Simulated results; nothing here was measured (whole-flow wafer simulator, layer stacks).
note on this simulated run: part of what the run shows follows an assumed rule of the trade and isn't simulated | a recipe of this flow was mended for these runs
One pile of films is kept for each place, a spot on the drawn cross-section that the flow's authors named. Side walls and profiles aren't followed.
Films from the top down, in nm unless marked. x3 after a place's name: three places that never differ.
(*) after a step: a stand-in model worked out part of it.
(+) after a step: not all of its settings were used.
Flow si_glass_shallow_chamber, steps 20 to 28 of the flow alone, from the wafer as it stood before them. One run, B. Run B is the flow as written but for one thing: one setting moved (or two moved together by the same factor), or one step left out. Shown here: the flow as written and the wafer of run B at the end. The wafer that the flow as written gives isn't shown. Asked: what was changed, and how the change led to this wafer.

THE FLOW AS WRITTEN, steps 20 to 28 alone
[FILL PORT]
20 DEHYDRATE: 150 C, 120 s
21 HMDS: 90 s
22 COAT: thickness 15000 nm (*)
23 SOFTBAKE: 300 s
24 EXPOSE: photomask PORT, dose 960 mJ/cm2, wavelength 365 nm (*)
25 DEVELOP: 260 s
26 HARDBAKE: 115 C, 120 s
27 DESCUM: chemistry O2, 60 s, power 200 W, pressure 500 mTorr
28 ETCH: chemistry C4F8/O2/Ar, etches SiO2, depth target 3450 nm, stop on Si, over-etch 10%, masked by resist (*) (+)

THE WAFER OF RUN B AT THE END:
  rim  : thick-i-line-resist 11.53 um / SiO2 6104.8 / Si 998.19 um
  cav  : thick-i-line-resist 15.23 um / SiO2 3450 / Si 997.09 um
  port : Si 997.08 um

The cause: step 28, ETCH: depth target 3202 nm was run, where the flow has depth target 3450 nm.

How the change led to this, step by step:
  28 ETCH: chemistry C4F8/O2/Ar, etches SiO2, depth target 3450 nm, stop on Si, over-etch 10%, masked by resist (*) (+)
      rim, ramp, cav, septum, ring: thick-i-line-resist -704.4 (as written it would be: thick-i-line-resist -759)
      port: SiO2 -3450 (all of it), Si -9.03 (as written it would be: SiO2 -3450 (all of it), Si -43.1)
